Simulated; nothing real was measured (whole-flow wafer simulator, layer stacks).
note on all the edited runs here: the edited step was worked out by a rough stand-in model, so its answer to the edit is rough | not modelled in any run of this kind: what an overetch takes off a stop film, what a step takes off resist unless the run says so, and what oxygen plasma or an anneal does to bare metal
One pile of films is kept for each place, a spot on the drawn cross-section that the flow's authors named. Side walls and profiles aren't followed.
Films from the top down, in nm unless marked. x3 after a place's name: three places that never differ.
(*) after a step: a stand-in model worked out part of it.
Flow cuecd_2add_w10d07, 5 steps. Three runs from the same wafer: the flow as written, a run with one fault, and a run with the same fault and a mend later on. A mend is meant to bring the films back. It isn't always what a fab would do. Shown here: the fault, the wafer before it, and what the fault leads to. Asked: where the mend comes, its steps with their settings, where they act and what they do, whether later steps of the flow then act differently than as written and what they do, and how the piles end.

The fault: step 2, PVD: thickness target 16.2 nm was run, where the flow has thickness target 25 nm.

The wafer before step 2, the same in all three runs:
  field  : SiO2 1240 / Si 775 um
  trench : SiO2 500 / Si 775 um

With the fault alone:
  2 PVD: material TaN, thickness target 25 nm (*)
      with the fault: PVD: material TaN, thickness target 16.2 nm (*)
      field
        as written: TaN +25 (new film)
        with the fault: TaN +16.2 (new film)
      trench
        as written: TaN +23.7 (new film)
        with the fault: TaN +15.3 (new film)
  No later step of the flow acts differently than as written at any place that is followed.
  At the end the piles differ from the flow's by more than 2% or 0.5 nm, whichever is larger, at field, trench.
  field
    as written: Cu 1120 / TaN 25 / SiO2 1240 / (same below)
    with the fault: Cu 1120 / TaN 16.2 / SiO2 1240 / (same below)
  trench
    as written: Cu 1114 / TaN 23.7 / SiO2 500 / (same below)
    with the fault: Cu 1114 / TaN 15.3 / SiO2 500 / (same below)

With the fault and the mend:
  The mend comes after step 2.
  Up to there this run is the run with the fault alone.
  2a PVD: material TaN, thickness target 8.8 nm (*) (the flow's step 2 once more, with other settings)
      field
        TaN +8.8
      trench
        TaN +8.32
  No later step of the flow acts differently than as written at any place that is followed.
  At the end the piles are the same as the flow's at every place that both follow.
